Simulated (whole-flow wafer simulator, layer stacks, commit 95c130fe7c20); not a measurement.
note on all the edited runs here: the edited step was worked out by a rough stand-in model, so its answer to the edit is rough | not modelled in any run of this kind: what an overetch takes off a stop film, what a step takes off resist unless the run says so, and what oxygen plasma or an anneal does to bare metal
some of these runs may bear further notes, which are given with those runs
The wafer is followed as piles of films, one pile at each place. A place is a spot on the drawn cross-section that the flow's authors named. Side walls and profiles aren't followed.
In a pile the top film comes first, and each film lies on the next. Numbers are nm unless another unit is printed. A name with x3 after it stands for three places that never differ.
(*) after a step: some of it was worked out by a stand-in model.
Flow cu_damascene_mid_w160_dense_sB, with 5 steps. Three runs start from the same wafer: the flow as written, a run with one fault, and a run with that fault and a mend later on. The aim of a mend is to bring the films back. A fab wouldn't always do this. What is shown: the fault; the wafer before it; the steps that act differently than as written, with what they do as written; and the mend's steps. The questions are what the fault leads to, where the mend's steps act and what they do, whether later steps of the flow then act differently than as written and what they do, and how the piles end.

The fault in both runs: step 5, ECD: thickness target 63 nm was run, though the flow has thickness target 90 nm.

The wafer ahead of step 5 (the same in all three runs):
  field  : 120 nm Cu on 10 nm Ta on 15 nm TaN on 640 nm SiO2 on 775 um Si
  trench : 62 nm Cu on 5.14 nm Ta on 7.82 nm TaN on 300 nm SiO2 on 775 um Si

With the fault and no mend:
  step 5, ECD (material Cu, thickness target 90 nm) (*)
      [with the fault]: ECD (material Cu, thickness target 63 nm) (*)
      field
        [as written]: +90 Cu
        [with the fault]: +63 Cu
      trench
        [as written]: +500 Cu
        [with the fault]: +473 Cu
  None of the later steps of the flow acts differently than as written at any place that is followed.
  The piles end different from the flow's at field, trench by more than 2% or 0.5 nm, whichever is larger.
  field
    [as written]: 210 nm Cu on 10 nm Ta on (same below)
    [with the fault]: 183 nm Cu on 10 nm Ta on (same below)
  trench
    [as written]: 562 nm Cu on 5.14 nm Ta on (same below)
    [with the fault]: 535 nm Cu on 5.14 nm Ta on (same below)

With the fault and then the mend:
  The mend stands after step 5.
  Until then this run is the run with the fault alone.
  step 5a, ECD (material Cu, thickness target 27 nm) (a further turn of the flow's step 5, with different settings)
      field, trench
        +27 Cu
  None of the later steps of the flow acts differently than as written at any place that is followed.
  By the end, the piles equal the flow's at every place that both follow.
